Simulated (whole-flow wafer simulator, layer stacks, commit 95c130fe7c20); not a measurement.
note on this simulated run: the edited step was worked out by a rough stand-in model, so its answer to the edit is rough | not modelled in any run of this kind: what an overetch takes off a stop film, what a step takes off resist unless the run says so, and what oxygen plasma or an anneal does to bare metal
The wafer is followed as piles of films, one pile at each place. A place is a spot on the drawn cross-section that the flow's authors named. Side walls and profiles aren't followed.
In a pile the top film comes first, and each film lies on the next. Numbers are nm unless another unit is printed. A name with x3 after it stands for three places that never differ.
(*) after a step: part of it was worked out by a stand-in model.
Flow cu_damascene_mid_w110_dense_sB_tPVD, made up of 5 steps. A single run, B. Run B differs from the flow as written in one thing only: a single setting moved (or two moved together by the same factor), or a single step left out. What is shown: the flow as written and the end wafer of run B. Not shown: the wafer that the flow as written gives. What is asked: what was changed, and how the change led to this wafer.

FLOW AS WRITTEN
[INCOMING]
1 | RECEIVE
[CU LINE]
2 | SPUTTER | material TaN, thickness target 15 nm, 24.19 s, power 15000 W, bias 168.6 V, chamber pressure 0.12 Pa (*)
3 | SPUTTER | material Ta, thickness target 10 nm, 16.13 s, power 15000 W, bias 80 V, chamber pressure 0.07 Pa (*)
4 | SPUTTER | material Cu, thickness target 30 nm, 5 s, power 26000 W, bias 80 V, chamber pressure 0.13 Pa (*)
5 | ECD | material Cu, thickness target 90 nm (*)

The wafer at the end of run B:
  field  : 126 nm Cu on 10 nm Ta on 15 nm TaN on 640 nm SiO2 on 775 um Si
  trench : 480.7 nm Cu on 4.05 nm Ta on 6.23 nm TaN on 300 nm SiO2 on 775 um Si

The reason: step 4, SPUTTER: thickness target 36 nm was run, though the flow has thickness target 30 nm.

How this came from the change, step by step:
  4 | SPUTTER | material Cu, thickness target 30 nm, 5 s, power 26000 W, bias 80 V, chamber pressure 0.13 Pa (*)
      field: +36 Cu (new film) (it would be, as written: +30 Cu (new film))
      trench: +15 Cu (new film) (it would be, as written: +12.5 Cu (new film))
